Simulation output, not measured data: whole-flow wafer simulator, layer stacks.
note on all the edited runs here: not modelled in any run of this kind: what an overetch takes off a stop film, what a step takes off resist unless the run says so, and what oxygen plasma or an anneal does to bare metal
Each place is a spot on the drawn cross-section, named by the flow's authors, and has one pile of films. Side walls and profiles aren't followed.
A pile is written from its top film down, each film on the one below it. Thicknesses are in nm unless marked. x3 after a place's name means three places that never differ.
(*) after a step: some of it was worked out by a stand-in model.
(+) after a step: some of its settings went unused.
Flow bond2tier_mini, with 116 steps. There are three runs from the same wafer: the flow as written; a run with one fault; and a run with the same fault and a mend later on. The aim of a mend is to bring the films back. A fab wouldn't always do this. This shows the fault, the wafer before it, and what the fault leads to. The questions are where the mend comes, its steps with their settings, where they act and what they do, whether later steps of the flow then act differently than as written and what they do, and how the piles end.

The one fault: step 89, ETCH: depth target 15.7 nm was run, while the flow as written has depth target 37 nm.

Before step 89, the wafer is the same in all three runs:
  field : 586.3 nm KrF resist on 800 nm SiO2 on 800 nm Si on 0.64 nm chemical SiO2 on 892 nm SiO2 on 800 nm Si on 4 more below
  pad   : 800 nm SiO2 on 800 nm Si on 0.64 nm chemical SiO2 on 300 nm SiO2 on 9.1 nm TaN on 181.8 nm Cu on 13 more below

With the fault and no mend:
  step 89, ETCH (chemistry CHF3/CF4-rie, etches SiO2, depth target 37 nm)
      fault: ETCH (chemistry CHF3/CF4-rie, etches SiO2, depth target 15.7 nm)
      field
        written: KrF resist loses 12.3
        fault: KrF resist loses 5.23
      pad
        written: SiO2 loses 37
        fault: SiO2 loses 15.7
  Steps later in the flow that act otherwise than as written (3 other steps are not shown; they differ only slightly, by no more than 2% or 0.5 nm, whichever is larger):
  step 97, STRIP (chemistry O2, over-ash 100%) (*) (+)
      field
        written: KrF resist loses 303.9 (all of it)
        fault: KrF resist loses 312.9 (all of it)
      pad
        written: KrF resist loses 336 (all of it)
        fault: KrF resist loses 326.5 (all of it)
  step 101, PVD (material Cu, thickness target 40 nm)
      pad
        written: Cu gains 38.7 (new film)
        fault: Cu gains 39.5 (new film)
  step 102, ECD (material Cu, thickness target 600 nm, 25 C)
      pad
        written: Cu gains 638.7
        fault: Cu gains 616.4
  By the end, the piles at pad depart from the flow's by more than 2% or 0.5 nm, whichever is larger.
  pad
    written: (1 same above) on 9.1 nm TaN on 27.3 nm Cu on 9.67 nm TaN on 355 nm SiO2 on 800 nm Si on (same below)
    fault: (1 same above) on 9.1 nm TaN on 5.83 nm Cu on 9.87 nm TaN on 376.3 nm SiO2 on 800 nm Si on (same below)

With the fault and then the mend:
  The mend stands after step 89.
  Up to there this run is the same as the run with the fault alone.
  step 89a, ETCH (chemistry CHF3/CF4-rie, etches SiO2, depth target 21.3 nm) (the flow's step 89, run once more with other settings)
      field
        KrF resist loses 7.1
      pad
        SiO2 loses 21.3
  None of the later steps of the flow acts differently than as written at any place that is followed.
  By the end, the piles equal the flow's at every place that both follow.
